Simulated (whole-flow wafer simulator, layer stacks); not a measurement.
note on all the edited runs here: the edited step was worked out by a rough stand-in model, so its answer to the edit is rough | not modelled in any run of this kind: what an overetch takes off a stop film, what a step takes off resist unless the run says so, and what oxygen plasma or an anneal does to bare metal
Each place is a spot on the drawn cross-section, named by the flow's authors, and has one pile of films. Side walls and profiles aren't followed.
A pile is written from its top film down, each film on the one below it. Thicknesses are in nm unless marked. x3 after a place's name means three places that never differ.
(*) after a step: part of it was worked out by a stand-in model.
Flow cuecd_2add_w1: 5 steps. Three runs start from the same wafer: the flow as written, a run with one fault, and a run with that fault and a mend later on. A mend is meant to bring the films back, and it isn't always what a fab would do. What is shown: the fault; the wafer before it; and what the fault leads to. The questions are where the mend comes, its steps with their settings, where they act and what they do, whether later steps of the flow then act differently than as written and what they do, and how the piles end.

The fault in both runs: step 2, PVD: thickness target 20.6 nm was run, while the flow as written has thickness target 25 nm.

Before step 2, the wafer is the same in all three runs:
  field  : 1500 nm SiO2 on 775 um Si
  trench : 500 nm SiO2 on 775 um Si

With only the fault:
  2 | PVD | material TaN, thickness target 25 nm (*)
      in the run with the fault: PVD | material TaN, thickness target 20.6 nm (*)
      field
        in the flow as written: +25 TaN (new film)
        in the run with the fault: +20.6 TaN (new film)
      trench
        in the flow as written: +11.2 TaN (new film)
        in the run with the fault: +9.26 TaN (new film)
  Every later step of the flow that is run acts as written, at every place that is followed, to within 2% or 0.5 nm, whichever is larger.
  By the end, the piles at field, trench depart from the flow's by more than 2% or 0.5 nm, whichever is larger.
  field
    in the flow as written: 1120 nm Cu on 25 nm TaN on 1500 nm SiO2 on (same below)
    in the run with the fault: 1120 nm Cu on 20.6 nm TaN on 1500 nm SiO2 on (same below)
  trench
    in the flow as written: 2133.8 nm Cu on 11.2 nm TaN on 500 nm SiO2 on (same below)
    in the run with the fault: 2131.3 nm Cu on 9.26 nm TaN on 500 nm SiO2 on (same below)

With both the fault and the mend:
  The mend stands after step 2.
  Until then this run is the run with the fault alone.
  2a | PVD | material TaN, thickness target 4.4 nm (*) (the flow's step 2, run once more with other settings)
      field
        +4.4 TaN
      trench
        +1.94 TaN
  Every later step of the flow that is run acts as written at every place that is followed.
  At every place that both follow, the piles at the end match the flow's.
